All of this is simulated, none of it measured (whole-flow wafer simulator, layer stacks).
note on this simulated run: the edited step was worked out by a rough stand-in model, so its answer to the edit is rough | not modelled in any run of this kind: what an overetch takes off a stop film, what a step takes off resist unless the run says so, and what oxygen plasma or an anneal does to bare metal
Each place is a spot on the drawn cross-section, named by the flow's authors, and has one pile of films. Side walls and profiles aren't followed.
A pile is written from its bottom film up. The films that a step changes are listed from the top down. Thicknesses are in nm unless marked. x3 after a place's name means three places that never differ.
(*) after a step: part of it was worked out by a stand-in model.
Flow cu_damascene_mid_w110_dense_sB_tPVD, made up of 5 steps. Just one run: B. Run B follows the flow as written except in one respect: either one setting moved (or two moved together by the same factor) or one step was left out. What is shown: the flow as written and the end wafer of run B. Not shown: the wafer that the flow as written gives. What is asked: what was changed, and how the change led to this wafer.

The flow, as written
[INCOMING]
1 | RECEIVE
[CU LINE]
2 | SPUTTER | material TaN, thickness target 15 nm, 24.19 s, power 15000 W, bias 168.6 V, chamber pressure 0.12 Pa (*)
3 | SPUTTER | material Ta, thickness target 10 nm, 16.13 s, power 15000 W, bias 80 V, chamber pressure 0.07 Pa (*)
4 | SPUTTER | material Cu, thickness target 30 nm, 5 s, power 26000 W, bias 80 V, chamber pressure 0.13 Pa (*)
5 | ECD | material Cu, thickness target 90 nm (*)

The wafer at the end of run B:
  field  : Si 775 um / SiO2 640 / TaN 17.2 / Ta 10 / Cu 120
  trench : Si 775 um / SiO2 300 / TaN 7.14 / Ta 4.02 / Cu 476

The reason: step 2, SPUTTER: thickness target 17.2 nm was run, whereas the flow has thickness target 15 nm.
The wafer lets one read it off: field has TaN 17.2, and step 2 as written asks for 15 nm.

How this came from the change, step by step:
  2 | SPUTTER | material TaN, thickness target 15 nm, 24.19 s, power 15000 W, bias 168.6 V, chamber pressure 0.12 Pa (*)
      field: +17.2 TaN (new film) (it would be, as written: +15 TaN (new film))
      trench: +7.14 TaN (new film) (it would be, as written: +6.23 TaN (new film))
